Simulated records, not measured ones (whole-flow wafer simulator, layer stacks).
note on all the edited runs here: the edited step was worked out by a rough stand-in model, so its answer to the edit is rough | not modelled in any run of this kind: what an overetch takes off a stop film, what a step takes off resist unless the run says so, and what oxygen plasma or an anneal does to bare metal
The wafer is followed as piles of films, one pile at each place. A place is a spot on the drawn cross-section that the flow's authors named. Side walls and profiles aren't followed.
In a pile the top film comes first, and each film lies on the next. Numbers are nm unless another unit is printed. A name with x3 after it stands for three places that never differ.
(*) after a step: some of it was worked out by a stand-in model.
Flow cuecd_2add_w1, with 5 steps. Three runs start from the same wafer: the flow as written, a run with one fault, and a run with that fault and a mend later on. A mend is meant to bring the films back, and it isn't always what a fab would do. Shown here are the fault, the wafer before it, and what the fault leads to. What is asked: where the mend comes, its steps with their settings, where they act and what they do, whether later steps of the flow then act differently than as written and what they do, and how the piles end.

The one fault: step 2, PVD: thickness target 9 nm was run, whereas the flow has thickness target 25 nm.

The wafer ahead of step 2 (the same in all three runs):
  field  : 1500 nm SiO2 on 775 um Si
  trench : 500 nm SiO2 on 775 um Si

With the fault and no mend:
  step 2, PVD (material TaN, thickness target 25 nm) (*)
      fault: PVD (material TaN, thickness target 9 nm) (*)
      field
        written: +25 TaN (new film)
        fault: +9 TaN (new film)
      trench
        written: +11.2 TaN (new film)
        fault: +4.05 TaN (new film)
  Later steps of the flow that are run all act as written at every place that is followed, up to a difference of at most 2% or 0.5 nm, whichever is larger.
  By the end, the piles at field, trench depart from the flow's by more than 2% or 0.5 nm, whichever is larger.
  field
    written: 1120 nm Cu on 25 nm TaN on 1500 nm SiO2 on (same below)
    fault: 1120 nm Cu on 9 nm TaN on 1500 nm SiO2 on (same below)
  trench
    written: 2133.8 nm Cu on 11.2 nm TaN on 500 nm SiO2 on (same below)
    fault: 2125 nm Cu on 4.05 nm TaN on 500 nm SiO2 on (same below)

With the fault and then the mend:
  After step 2 comes the mend.
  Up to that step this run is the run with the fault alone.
  step 2a, PVD (material TaN, thickness target 16 nm) (*) (the flow's step 2 again, with other settings)
      field
        +16 TaN
      trench
        +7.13 TaN
  Later steps of the flow that are run all act as written at every place that is followed.
  At every place that both follow, the piles at the end match the flow's.
